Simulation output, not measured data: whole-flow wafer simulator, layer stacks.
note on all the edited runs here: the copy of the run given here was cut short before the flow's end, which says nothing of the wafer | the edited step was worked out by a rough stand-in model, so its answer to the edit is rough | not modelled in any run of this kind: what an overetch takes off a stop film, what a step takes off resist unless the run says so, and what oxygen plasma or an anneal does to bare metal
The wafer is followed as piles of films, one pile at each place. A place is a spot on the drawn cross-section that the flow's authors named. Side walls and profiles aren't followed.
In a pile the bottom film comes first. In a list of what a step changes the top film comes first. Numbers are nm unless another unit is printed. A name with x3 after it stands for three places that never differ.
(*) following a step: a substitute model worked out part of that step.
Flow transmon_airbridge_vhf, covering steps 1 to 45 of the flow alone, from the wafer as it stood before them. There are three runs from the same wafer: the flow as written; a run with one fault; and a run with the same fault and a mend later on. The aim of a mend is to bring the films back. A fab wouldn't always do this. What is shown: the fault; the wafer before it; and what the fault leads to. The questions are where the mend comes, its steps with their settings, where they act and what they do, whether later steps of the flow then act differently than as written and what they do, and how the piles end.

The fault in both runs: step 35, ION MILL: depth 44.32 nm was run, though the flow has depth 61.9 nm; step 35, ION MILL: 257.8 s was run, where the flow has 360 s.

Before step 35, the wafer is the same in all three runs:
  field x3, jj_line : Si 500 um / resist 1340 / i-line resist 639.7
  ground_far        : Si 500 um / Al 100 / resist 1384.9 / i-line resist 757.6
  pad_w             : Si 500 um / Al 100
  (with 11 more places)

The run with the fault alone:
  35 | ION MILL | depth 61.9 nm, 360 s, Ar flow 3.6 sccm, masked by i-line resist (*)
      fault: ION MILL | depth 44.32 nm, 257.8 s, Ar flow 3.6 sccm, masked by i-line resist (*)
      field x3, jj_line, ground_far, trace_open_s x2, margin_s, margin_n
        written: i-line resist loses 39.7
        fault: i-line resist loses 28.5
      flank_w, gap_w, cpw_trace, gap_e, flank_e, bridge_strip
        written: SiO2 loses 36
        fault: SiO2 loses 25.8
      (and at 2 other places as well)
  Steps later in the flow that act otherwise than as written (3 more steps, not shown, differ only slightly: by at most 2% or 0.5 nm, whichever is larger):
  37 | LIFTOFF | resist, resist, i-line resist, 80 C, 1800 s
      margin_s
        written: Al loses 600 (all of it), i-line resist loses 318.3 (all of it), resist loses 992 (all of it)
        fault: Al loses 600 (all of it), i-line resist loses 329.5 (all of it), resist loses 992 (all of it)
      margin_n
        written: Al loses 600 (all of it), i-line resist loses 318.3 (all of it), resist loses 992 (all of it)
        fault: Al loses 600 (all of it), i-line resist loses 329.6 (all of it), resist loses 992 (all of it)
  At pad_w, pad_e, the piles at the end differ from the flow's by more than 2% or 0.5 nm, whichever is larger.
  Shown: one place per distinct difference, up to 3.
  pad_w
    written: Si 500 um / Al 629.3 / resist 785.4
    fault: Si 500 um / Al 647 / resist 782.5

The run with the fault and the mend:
  The mend follows step 35.
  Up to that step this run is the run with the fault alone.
  35a | ION MILL | depth 17.58 nm, 102.2 s, Ar flow 3.6 sccm, masked by i-line resist (*) (the flow's step 35 again, with other settings)
      field x3, jj_line, ground_far, trace_open_s x2, margin_s, margin_n
        i-line resist loses 11.3
      flank_w, gap_w, cpw_trace, gap_e, flank_e, bridge_strip
        SiO2 loses 10.2
      pad_w, pad_e
        Al loses 17.6
  Every later step of the flow that is run acts as written at every place that is followed.
  By the end, the piles equal the flow's at every place that both follow.
